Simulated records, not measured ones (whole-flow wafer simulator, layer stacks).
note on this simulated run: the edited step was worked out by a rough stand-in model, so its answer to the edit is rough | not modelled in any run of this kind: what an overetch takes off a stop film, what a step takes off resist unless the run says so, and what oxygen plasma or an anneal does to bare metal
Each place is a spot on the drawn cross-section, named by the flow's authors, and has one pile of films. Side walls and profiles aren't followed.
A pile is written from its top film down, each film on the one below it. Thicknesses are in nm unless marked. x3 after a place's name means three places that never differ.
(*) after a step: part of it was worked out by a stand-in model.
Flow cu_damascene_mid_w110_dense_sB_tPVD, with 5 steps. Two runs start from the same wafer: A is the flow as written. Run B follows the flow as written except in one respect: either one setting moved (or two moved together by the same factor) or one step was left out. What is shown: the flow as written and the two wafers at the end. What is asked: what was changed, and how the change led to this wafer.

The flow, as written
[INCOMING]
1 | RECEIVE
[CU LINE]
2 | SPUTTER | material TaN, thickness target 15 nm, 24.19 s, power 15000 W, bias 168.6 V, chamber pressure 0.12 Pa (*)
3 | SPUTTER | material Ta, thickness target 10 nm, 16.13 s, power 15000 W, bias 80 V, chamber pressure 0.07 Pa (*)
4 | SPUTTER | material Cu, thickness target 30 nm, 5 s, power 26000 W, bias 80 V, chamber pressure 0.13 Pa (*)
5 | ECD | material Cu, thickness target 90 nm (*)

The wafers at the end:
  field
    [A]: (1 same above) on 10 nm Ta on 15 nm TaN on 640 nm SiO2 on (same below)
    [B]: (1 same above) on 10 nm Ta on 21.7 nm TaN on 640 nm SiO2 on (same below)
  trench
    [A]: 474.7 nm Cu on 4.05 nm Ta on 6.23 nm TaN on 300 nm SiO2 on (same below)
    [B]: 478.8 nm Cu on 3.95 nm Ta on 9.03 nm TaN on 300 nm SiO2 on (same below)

Cause: step 2, SPUTTER: 35.08 s was run, whereas the flow has 24.19 s.

How this came from the change, step by step:
  2 | SPUTTER | material TaN, thickness target 15 nm, 24.19 s, power 15000 W, bias 168.6 V, chamber pressure 0.12 Pa (*)
      field: A +15 TaN (new film) | B +21.7 TaN (new film)
      trench: A +6.23 TaN (new film) | B +9.03 TaN (new film)
